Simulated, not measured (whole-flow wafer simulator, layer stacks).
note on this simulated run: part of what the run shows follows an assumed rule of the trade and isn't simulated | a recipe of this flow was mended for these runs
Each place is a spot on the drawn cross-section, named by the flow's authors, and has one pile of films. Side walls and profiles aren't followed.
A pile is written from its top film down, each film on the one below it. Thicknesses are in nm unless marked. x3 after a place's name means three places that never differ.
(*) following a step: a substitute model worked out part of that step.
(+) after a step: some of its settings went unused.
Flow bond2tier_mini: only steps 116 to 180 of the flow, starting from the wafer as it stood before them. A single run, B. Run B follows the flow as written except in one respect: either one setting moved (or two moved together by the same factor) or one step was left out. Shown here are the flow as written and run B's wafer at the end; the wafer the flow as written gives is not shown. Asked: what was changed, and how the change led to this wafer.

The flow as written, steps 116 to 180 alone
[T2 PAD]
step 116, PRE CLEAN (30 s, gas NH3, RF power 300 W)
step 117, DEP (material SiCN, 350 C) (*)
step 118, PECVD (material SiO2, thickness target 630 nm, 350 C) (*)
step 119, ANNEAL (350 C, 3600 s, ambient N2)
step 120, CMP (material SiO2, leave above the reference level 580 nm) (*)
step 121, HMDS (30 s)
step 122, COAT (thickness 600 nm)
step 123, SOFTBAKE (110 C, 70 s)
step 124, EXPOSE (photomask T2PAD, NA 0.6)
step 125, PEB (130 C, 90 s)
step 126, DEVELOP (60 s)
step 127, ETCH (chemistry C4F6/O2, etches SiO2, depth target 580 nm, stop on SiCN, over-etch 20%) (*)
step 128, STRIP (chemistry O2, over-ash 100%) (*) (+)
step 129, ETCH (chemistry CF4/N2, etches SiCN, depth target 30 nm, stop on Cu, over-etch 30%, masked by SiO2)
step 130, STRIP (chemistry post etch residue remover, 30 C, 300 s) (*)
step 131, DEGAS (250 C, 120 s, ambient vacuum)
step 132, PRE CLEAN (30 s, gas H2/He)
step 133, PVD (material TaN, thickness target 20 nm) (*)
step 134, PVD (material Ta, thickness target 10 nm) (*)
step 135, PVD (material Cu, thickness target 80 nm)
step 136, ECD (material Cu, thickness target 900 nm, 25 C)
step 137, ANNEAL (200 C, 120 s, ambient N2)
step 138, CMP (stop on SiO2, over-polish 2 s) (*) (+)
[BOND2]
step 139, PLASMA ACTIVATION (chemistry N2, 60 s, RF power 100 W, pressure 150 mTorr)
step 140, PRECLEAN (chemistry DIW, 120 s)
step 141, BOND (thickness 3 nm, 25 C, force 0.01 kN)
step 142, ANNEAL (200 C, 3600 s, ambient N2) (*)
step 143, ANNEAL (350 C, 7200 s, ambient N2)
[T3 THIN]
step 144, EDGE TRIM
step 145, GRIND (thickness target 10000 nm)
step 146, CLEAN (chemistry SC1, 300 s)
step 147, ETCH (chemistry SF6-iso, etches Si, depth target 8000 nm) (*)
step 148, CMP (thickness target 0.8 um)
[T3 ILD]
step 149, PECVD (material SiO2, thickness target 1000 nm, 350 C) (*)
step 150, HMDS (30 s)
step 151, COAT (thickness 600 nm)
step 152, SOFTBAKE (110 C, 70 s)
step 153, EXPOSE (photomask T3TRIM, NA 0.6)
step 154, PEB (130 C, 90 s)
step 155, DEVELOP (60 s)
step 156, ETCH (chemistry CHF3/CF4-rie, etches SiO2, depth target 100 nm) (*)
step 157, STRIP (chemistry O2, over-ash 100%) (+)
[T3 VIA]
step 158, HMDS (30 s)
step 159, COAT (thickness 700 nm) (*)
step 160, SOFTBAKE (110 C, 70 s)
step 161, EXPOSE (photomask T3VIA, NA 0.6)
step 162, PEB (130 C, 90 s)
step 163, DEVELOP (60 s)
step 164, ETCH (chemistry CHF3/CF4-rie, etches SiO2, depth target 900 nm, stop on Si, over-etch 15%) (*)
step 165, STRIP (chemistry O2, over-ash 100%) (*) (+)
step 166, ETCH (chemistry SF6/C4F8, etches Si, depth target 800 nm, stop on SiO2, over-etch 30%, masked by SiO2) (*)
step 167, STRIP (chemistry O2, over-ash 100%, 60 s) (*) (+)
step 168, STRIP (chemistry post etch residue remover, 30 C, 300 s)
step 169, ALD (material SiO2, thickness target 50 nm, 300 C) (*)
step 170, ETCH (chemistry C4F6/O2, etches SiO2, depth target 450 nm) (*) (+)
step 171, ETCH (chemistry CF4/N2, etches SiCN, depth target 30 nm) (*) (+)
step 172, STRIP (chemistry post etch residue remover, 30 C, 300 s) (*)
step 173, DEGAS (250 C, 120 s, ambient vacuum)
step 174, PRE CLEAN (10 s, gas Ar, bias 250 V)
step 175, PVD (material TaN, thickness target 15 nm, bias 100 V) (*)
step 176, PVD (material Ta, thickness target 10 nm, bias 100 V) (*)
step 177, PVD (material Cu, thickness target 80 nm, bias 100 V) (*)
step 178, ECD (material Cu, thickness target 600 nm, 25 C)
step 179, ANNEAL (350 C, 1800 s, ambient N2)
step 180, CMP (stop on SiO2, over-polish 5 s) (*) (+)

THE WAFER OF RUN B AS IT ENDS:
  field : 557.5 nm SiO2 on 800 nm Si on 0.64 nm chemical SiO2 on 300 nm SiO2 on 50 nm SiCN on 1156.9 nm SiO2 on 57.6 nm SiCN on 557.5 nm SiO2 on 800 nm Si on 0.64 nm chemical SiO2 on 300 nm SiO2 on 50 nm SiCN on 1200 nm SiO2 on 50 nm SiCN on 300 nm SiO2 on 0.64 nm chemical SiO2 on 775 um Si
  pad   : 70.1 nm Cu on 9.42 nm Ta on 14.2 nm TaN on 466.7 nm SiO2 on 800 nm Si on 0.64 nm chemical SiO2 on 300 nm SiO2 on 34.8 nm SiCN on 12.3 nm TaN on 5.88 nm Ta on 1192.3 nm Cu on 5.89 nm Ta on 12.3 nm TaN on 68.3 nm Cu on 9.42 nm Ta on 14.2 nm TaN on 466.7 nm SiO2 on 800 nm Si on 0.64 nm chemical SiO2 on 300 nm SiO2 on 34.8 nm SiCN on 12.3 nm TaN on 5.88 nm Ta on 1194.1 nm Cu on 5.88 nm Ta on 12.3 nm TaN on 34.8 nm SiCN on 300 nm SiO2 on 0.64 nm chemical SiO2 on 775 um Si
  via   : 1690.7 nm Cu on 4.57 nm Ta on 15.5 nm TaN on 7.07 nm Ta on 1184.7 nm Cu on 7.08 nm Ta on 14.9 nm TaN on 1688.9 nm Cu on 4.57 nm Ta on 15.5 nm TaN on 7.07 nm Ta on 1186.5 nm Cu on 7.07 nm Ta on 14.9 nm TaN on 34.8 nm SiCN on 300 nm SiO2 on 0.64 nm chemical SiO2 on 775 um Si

Cause: step 117, DEP: 316 C was run, though the flow has 350 C.

Step by step, how the change led to this:
  step 117, DEP (material SiCN, 350 C) (*)
      field, pad, via: SiCN gains 57.6 (new film) (it would be, as written: SiCN gains 50 (new film))
  step 129, ETCH (chemistry CF4/N2, etches SiCN, depth target 30 nm, stop on Cu, over-etch 30%, masked by SiO2)
      pad: SiCN loses 38.1 (all of it) (it would be, as written: SiCN loses 30.4 (all of it), Cu loses 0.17)
      via: SiCN loses 38.1 (all of it), Cu loses 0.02 (it would be, as written: SiCN loses 30.4 (all of it), Cu loses 0.17)
